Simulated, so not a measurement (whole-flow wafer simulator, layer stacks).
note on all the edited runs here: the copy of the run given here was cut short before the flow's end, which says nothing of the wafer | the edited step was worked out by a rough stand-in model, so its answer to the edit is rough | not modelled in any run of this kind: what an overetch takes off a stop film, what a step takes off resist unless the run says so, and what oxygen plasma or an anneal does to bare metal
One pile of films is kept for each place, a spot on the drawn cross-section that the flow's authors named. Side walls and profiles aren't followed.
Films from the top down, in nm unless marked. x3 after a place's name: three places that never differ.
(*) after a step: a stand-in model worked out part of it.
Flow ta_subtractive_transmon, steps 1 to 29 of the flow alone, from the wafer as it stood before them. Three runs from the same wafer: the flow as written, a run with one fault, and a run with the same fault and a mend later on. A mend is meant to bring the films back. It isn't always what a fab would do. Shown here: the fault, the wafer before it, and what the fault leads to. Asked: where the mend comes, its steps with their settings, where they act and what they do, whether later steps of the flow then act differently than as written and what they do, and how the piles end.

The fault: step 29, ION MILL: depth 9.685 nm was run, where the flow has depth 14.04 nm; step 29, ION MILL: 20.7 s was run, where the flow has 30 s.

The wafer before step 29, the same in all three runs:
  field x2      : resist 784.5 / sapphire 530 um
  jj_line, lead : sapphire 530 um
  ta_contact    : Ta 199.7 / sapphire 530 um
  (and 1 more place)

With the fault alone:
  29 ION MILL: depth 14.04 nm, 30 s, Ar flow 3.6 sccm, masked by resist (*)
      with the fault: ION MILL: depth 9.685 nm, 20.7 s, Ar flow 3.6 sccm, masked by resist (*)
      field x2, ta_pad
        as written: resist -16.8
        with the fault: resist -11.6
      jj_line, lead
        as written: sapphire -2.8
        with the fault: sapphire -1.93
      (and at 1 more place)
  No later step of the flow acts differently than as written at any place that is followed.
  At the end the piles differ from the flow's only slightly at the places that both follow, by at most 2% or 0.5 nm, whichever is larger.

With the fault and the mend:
  The mend comes after step 29.
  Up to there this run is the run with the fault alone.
  29a ION MILL: depth 4.351 nm, 9.3 s, Ar flow 3.6 sccm, masked by resist (*) (the flow's step 29 once more, with other settings)
      field x2, ta_pad
        resist -5.2
      jj_line, lead
        sapphire -0.87
      ta_contact
        Ta -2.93
  No later step of the flow acts differently than as written at any place that is followed.
  At the end the piles are the same as the flow's at every place that both follow.
